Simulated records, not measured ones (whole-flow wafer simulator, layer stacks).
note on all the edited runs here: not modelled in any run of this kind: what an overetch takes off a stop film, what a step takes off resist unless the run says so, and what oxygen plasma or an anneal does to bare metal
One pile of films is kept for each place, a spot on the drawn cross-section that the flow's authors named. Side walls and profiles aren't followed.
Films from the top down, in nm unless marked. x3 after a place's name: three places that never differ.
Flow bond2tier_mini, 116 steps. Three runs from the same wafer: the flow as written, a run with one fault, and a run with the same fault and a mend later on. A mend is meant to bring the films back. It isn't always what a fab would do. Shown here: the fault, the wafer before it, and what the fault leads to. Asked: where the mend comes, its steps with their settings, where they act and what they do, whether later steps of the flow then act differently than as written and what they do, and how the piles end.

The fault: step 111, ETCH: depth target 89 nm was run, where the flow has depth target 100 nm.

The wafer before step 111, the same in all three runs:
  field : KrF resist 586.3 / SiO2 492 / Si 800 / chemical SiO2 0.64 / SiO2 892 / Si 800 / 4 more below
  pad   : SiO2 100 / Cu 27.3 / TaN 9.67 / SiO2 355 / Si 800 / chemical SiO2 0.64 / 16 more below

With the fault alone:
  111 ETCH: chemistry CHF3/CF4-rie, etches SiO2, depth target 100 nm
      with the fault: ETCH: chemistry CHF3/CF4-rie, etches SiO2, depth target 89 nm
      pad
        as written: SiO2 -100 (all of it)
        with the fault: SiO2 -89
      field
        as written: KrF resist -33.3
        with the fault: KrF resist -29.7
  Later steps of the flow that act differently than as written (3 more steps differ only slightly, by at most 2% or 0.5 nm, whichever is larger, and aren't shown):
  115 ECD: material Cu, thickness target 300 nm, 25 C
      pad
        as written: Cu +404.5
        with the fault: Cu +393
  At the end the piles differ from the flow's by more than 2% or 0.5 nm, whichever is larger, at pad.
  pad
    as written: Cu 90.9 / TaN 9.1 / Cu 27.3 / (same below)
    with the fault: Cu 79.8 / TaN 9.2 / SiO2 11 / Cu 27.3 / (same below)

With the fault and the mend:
  The mend comes after step 111.
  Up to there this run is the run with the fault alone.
  111a ETCH: chemistry CHF3/CF4-rie, etches SiO2, depth target 11 nm (the flow's step 111 once more, with other settings)
      field
        KrF resist -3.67
      pad
        SiO2 -11 (all of it)
  No later step of the flow acts differently than as written at any place that is followed.
  At the end the piles are the same as the flow's at every place that both follow.
